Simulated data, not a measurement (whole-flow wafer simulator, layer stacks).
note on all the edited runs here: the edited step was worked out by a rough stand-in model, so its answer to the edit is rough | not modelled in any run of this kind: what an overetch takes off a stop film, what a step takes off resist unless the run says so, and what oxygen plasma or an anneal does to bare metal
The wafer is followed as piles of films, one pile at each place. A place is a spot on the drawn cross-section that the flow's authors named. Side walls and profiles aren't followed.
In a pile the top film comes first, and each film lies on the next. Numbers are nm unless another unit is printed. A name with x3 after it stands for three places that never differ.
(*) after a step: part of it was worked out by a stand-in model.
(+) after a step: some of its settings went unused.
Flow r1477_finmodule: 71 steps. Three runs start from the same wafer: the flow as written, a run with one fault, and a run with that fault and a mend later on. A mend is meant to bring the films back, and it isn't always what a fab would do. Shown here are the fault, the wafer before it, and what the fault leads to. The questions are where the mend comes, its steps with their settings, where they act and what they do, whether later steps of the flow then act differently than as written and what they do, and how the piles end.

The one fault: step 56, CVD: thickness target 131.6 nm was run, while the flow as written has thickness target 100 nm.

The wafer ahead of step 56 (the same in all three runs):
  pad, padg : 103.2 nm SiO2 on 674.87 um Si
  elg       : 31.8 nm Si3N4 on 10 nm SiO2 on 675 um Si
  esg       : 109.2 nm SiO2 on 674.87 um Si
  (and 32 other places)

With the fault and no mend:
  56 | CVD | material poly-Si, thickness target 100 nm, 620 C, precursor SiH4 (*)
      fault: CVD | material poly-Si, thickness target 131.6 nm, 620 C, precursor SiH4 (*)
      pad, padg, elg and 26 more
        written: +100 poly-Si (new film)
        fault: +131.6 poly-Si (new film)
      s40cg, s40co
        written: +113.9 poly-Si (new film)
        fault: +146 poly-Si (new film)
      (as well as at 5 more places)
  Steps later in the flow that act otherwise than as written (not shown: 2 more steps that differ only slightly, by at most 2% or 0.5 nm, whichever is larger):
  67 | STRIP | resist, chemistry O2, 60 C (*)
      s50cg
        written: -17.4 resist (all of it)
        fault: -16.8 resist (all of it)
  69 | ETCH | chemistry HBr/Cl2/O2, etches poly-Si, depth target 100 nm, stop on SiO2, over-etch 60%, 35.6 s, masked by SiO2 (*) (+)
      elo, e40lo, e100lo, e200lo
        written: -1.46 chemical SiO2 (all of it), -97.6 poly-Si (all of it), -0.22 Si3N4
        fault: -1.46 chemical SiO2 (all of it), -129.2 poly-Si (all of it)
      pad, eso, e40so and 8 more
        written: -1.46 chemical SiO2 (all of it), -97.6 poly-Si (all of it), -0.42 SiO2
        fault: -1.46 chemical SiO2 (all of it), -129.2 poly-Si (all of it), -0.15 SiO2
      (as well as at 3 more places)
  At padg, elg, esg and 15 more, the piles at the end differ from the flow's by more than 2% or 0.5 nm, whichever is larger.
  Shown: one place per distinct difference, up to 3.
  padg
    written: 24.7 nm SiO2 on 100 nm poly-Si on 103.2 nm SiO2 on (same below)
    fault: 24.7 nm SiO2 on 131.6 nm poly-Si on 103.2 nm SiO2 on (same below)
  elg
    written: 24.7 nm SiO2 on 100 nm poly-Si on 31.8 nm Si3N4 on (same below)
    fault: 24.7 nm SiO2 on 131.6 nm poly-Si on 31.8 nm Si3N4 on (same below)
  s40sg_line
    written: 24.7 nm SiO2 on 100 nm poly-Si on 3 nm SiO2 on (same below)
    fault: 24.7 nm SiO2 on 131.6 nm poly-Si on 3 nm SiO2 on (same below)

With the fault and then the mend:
  The mend stands after step 56.
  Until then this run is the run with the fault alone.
  56a | ETCH | chemistry tmah, depth target 233.7 nm
      pad, padg, elg and 26 more
        -131.6 poly-Si (all of it)
      s40cg, s40co
        -146 poly-Si (all of it)
      s45cg, s45co
        -145.6 poly-Si (all of it)
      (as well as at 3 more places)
  56b | CLEAN | chemistry SC1, 46 C, 45 s (*) (the flow's step 48, run once more)
      s40sg_line, s45sg_line, s50sg_line, s40so_line, s45so_line, s50so_line
        -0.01 SiO2
  56c | CVD | material poly-Si, thickness target 100 nm, 620 C, precursor SiH4 (*) (the flow's step 56, run once more)
      pad, padg, elg and 26 more
        +100 poly-Si (new film)
      s40cg, s40co
        +113.9 poly-Si (new film)
      s45cg, s45co
        +113.4 poly-Si (new film)
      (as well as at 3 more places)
  Later steps of the flow that are run all act as written at every place that is followed, up to a difference of at most 2% or 0.5 nm, whichever is larger.
  The piles end only slightly different from the flow's at the places that both follow, by no more than 2% or 0.5 nm, whichever is larger.
